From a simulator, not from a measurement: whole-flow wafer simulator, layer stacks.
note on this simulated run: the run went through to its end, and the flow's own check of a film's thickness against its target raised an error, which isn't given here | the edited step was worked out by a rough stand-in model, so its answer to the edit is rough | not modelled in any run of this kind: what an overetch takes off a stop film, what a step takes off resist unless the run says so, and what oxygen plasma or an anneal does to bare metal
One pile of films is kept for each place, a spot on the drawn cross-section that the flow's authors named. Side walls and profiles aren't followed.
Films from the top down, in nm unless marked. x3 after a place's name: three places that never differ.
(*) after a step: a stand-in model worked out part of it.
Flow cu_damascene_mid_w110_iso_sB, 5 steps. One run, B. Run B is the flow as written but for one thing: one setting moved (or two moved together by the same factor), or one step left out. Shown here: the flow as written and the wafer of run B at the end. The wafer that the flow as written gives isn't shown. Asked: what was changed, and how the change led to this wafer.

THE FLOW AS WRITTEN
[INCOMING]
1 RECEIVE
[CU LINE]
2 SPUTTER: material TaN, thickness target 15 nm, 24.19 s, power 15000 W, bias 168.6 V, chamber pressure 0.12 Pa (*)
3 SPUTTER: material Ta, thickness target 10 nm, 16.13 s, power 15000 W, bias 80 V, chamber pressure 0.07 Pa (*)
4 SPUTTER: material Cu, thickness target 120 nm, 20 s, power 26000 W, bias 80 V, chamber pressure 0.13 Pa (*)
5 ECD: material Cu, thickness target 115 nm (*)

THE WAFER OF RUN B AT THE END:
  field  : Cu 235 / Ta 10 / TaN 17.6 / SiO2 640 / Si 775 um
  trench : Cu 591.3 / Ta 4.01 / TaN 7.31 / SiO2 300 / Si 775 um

The cause: step 2, SPUTTER: thickness target 17.6 nm was run, where the flow has thickness target 15 nm; step 2, SPUTTER: 28.42 s was run, where the flow has 24.19 s.
It can be read off the wafer: field has TaN 17.6, and step 2 as written asks for 15 nm.

How the change led to this, step by step:
  2 SPUTTER: material TaN, thickness target 15 nm, 24.19 s, power 15000 W, bias 168.6 V, chamber pressure 0.12 Pa (*)
      field: TaN +17.6 (new film) (as written it would be: TaN +15 (new film))
      trench: TaN +7.31 (new film) (as written it would be: TaN +6.23 (new film))
